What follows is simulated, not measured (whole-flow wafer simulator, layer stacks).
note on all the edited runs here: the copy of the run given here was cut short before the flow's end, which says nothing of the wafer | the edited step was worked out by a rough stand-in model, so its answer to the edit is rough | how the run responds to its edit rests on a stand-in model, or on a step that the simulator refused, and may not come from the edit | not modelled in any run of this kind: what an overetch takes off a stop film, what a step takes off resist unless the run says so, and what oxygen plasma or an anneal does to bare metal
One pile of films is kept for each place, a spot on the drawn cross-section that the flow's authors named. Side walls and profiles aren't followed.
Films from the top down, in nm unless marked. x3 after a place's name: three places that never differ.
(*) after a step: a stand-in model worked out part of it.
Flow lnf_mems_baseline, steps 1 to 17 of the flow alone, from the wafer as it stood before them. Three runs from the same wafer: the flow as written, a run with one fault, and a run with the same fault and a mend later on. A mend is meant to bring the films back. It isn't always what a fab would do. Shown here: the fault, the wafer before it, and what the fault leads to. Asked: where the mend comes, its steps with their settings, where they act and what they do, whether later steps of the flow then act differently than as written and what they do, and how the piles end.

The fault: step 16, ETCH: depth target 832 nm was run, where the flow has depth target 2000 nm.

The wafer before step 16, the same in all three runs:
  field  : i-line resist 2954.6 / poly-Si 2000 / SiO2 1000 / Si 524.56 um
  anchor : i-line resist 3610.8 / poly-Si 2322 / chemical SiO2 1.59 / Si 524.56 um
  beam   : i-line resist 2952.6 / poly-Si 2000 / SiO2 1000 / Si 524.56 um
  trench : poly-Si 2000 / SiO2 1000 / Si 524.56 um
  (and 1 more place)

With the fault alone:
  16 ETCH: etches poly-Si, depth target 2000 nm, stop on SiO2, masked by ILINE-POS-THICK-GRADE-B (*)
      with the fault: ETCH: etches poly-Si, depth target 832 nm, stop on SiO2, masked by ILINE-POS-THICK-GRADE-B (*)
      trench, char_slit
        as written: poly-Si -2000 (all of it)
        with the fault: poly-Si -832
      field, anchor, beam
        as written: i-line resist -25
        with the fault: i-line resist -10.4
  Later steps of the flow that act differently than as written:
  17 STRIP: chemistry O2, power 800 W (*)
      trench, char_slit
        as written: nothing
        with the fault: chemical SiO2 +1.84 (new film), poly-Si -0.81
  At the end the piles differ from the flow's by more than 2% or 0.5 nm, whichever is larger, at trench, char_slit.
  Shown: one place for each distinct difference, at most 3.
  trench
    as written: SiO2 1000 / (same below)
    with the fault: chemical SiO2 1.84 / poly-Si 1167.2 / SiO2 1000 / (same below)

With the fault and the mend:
  The mend comes after step 16.
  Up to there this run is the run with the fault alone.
  16a ETCH: etches poly-Si, depth target 1168 nm, stop on SiO2, masked by ILINE-POS-THICK-GRADE-B (*) (the flow's step 16 once more, with other settings)
      field, anchor, beam
        i-line resist -14.6
      trench, char_slit
        poly-Si -1168 (all of it)
  No later step of the flow acts differently than as written at any place that is followed.
  At the end the piles are the same as the flow's at every place that both follow.
